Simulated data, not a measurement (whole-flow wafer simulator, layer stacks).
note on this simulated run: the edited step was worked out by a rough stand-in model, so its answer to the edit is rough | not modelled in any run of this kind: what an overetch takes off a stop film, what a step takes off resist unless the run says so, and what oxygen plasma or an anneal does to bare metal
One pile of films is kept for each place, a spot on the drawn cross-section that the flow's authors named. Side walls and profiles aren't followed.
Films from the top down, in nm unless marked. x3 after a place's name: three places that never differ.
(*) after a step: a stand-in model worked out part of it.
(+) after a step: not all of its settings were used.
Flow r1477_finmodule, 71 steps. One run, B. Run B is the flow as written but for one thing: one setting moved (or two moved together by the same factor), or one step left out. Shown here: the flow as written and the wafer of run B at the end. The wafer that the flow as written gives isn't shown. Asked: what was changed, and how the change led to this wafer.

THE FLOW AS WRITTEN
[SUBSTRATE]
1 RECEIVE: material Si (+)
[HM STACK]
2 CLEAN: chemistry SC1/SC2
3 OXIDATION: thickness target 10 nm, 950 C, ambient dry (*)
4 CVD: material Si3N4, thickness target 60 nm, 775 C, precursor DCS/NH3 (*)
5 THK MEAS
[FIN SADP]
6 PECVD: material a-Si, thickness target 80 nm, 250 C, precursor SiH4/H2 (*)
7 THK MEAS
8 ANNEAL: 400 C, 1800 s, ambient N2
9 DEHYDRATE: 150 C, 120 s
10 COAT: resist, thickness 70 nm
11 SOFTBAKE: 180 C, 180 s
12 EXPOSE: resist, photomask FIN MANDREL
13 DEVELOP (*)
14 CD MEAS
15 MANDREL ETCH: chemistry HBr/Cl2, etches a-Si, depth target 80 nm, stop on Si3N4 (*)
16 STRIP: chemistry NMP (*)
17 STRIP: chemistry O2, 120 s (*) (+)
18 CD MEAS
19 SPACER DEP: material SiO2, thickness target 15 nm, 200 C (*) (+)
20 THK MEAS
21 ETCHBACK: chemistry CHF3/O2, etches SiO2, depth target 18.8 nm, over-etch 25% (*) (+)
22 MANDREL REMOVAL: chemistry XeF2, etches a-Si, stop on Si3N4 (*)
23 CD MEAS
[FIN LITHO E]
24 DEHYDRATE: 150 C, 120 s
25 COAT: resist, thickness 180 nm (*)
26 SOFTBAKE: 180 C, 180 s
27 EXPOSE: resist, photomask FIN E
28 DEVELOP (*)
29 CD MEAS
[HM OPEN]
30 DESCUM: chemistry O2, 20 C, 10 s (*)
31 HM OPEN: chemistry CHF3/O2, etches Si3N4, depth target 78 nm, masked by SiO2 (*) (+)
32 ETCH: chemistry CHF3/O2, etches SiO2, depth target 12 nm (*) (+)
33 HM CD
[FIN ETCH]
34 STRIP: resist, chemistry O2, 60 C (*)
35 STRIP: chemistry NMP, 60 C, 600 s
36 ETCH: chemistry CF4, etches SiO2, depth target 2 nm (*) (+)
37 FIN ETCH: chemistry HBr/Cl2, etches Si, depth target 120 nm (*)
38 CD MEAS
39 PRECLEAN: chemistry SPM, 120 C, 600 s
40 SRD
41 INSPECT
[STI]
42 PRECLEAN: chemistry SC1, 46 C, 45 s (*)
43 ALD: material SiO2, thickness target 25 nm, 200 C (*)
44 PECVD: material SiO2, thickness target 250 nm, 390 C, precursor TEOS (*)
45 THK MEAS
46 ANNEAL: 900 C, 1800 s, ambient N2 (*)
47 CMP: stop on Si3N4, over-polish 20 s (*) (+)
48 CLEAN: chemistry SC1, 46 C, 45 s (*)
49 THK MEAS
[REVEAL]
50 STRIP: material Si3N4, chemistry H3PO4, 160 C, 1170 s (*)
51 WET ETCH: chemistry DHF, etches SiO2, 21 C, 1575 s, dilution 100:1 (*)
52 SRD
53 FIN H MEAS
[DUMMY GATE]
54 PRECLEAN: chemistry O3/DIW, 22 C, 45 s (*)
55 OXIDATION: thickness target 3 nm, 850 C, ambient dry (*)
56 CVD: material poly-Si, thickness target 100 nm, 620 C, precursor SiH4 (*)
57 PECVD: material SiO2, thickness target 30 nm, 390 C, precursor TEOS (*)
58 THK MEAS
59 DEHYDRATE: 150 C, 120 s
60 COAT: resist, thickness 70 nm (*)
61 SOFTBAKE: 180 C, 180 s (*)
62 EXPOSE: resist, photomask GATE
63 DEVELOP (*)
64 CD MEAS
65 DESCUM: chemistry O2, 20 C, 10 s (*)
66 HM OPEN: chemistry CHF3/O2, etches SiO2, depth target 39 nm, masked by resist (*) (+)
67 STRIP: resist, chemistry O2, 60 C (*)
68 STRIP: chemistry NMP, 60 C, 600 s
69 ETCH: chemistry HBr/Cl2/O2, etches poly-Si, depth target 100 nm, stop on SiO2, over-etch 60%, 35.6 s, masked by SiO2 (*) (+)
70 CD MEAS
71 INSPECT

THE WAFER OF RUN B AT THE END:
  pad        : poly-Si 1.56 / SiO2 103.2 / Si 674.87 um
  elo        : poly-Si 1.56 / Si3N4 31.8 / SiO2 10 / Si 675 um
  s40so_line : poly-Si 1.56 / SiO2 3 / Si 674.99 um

The cause: step 69, ETCH: depth target 60 nm was run, where the flow has depth target 100 nm.

How the change led to this, step by step:
  69 ETCH: chemistry HBr/Cl2/O2, etches poly-Si, depth target 100 nm, stop on SiO2, over-etch 60%, 35.6 s, masked by SiO2 (*) (+)
      pad, eso, e40so and 8 more: chemical SiO2 -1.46 (all of it), poly-Si -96 (as written it would be: chemical SiO2 -1.46 (all of it), poly-Si -97.6 (all of it), SiO2 -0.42)
      elo, e40lo, e100lo, e200lo: chemical SiO2 -1.46 (all of it), poly-Si -96 (as written it would be: chemical SiO2 -1.46 (all of it), poly-Si -97.6 (all of it), Si3N4 -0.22)
      (and at 21 more places)
